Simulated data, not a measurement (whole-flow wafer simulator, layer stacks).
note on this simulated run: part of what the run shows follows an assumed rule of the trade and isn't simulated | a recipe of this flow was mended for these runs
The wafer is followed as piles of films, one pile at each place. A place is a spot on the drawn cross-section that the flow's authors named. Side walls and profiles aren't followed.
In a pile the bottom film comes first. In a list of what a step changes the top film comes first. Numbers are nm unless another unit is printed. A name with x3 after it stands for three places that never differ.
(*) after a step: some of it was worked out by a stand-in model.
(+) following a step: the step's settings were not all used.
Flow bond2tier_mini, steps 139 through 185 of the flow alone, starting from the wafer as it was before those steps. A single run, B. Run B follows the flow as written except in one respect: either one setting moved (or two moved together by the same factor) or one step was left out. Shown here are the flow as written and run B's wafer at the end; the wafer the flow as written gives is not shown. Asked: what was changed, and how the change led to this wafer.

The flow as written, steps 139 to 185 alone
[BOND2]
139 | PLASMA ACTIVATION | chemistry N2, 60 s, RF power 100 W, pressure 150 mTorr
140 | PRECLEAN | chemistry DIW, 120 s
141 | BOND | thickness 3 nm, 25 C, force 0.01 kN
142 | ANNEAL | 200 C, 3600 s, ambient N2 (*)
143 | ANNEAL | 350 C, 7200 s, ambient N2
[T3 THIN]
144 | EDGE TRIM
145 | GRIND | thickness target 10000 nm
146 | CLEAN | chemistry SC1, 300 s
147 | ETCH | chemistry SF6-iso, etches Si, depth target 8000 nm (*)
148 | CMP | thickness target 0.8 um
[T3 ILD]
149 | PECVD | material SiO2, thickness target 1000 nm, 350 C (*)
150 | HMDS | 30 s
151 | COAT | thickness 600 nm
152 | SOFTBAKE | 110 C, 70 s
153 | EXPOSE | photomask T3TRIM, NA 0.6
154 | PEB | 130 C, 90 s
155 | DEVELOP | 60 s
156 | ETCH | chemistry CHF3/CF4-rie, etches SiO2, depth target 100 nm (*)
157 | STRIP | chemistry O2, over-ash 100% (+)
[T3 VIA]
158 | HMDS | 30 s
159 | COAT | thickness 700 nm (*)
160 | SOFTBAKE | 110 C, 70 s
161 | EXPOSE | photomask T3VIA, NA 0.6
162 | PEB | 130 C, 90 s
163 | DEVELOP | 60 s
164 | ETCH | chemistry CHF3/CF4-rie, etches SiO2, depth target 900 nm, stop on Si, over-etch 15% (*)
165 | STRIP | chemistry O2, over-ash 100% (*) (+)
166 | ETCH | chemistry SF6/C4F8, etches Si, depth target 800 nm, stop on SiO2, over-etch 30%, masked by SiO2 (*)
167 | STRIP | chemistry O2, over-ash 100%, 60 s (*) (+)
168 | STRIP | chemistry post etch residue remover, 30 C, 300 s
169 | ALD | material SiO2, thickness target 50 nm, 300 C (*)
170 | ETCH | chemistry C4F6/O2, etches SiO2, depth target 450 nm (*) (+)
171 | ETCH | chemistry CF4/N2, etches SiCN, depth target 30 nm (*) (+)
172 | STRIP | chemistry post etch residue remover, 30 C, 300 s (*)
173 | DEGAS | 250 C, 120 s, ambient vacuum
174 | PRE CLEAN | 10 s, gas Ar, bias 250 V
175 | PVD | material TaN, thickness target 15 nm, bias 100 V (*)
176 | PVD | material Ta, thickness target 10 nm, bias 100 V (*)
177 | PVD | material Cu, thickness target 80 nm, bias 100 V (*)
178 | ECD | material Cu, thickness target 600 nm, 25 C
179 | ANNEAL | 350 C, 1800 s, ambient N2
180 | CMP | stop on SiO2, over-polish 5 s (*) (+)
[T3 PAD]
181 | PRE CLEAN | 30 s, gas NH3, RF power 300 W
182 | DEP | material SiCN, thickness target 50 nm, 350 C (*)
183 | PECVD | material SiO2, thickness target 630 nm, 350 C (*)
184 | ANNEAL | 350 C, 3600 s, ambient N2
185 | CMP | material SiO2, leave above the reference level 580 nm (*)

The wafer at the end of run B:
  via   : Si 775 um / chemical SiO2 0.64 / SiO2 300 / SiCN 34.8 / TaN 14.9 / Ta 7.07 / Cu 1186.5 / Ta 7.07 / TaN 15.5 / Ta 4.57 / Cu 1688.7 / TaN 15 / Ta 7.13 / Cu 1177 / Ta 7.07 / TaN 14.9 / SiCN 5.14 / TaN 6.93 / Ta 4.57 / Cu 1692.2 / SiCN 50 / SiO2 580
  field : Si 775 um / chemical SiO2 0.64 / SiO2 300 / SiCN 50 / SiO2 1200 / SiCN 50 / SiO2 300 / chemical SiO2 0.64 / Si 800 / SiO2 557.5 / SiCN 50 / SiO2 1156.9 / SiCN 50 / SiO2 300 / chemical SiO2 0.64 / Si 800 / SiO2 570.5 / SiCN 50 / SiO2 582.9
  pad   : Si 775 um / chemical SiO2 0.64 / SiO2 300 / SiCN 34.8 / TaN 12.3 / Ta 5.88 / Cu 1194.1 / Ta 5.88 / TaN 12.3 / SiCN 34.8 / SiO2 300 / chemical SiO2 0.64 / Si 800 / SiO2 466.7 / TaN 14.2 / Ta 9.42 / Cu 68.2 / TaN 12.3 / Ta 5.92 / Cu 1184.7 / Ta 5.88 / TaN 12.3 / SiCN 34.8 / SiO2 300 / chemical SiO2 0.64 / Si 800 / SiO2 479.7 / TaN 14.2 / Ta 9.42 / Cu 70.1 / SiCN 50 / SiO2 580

What caused this: step 171, ETCH: depth target 10.6 nm was run, whereas the flow has depth target 30 nm.

The path from the change to this, step by step:
  171 | ETCH | chemistry CF4/N2, etches SiCN, depth target 30 nm (*) (+)
      via: -10.6 SiCN (as written it would have been: -17.6 SiCN (all of it), -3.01 TaN)
      field, pad: -7.07 SiO2 (as written it would have been: -20 SiO2)
  174 | PRE CLEAN | 10 s, gas Ar, bias 250 V
      via: -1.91 SiCN (as written it would have been: -3.19 TaN)
  175 | PVD | material TaN, thickness target 15 nm, bias 100 V (*)
      via: +6.93 TaN (new film) (as written it would have been: +6.94 TaN)
With metal films that touch counted as one body, via has 2 bodies (between them, from the top down: SiCN 5.14); the flow as written gives 1 body.
